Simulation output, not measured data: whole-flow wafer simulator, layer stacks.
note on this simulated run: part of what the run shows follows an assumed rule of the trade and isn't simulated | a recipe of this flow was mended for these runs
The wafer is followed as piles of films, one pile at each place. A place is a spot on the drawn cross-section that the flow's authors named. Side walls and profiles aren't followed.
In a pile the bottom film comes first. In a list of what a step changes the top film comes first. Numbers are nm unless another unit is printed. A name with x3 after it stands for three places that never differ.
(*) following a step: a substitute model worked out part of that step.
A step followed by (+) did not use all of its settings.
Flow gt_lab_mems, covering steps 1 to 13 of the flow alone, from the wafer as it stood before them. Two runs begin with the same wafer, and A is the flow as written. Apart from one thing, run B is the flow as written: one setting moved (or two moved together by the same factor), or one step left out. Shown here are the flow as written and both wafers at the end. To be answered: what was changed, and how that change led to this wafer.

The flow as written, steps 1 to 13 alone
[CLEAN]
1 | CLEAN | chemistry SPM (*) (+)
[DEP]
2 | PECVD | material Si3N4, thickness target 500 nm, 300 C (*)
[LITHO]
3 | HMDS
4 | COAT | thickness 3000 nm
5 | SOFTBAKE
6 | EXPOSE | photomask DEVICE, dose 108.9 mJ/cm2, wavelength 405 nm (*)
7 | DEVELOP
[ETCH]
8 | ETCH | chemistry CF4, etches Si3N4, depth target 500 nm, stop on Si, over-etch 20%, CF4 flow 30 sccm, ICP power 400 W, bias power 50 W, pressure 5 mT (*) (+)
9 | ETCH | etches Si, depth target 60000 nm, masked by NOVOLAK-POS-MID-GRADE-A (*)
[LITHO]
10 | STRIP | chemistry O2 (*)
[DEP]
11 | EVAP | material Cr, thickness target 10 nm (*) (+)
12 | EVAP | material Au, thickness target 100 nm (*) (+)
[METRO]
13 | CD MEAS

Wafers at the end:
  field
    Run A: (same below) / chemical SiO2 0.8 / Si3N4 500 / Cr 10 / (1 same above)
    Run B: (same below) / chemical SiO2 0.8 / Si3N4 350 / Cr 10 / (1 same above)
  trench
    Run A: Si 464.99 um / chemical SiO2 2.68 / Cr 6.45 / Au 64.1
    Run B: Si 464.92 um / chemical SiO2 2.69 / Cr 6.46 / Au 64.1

What caused this: step 2, PECVD: thickness target 350 nm was run, though the flow has thickness target 500 nm.
One can read it off the wafer: field has Si3N4 350, and step 2 as written asks for 500 nm.

How this came from the change, step by step:
  2 | PECVD | material Si3N4, thickness target 500 nm, 300 C (*)
      field, trench: A Si3N4 gains 500 (new film) | B Si3N4 gains 350 (new film)
  8 | ETCH | chemistry CF4, etches Si3N4, depth target 500 nm, stop on Si, over-etch 20%, CF4 flow 30 sccm, ICP power 400 W, bias power 50 W, pressure 5 mT (*) (+)
      field: A g/i-line-resist loses 400 | B g/i-line-resist loses 280.6
      trench: A Si3N4 loses 500 (all of it), chemical SiO2 loses 0.8 (all of it), Si loses 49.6 | B Si3N4 loses 350 (all of it), chemical SiO2 loses 0.8 (all of it), Si loses 124.6
  10 | STRIP | chemistry O2 (*)
      field: A g/i-line-resist loses 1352 (all of it) | B g/i-line-resist loses 1471.3 (all of it)
